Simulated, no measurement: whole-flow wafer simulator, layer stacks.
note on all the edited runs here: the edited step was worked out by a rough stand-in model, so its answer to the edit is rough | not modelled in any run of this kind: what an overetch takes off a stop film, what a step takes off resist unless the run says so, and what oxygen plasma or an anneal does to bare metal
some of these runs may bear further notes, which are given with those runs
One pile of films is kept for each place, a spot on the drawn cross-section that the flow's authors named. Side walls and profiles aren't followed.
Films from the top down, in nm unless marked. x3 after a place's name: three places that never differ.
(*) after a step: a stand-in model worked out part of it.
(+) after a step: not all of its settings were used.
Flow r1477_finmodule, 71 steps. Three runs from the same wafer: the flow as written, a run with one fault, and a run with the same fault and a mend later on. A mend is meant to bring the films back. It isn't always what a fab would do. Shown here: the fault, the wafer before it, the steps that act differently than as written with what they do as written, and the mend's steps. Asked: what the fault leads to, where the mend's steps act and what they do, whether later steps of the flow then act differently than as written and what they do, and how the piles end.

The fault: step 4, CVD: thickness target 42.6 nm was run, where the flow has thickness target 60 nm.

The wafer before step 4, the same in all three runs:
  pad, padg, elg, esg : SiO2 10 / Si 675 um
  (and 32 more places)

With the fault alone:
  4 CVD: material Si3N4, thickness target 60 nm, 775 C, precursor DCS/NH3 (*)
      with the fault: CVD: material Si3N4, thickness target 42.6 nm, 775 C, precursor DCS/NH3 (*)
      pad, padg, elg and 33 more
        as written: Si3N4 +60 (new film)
        with the fault: Si3N4 +42.6 (new film)
  Later steps of the flow that act differently than as written (4 more steps differ only slightly, by at most 2% or 0.5 nm, whichever is larger, and aren't shown):
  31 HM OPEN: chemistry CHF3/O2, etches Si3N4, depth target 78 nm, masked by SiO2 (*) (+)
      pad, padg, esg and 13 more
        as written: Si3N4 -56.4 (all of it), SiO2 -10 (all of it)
        with the fault: Si3N4 -39 (all of it), SiO2 -10 (all of it)
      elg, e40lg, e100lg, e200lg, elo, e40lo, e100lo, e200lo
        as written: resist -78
        with the fault: resist -58.5
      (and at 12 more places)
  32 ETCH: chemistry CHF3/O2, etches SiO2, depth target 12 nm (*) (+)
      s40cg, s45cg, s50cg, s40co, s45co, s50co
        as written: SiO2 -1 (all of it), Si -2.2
        with the fault: SiO2 -2.06 (all of it), Si -1.99
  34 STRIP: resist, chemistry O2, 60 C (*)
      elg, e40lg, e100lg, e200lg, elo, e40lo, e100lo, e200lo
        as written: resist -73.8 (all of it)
        with the fault: resist -93.3 (all of it)
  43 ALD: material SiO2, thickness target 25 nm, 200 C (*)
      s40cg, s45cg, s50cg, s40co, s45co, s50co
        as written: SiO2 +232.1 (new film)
        with the fault: SiO2 +224.2 (new film)
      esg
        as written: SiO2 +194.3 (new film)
        with the fault: SiO2 +176.8 (new film)
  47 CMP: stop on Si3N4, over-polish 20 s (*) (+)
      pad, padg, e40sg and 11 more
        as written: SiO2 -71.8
        with the fault: SiO2 -89.2
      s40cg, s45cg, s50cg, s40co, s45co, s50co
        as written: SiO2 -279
        with the fault: SiO2 -288.8
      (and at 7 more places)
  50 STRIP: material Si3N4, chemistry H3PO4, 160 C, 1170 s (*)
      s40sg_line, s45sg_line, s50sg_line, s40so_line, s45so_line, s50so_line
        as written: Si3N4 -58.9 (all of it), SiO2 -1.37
        with the fault: Si3N4 -41.5 (all of it), SiO2 -1.91
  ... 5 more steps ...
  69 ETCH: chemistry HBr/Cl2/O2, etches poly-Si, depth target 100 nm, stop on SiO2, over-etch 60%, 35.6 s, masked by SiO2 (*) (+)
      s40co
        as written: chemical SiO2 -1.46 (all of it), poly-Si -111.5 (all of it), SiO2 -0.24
        with the fault: chemical SiO2 -1.46 (all of it), poly-Si -130.9 (all of it), SiO2 -0.15
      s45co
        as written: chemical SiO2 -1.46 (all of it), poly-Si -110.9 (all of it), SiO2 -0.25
        with the fault: chemical SiO2 -1.46 (all of it), poly-Si -130.9 (all of it), SiO2 -0.15
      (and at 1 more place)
  At the end the piles differ from the flow's by more than 2% or 0.5 nm, whichever is larger, at pad, padg, elg and 27 more.
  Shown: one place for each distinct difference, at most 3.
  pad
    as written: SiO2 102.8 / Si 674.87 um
    with the fault: SiO2 85.4 / Si 674.87 um
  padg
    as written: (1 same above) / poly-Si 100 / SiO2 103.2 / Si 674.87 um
    with the fault: (1 same above) / poly-Si 100 / SiO2 85.8 / Si 674.87 um
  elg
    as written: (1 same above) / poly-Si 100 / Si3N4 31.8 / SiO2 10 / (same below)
    with the fault: (1 same above) / poly-Si 100 / Si3N4 14.4 / SiO2 10 / (same below)

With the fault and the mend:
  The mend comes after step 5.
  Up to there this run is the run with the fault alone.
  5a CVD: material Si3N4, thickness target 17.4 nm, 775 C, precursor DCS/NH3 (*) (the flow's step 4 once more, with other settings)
      pad, padg, elg and 33 more
        Si3N4 +17.4
  No later step of the flow acts differently than as written at any place that is followed.
  At the end the piles are the same as the flow's at every place that both follow.
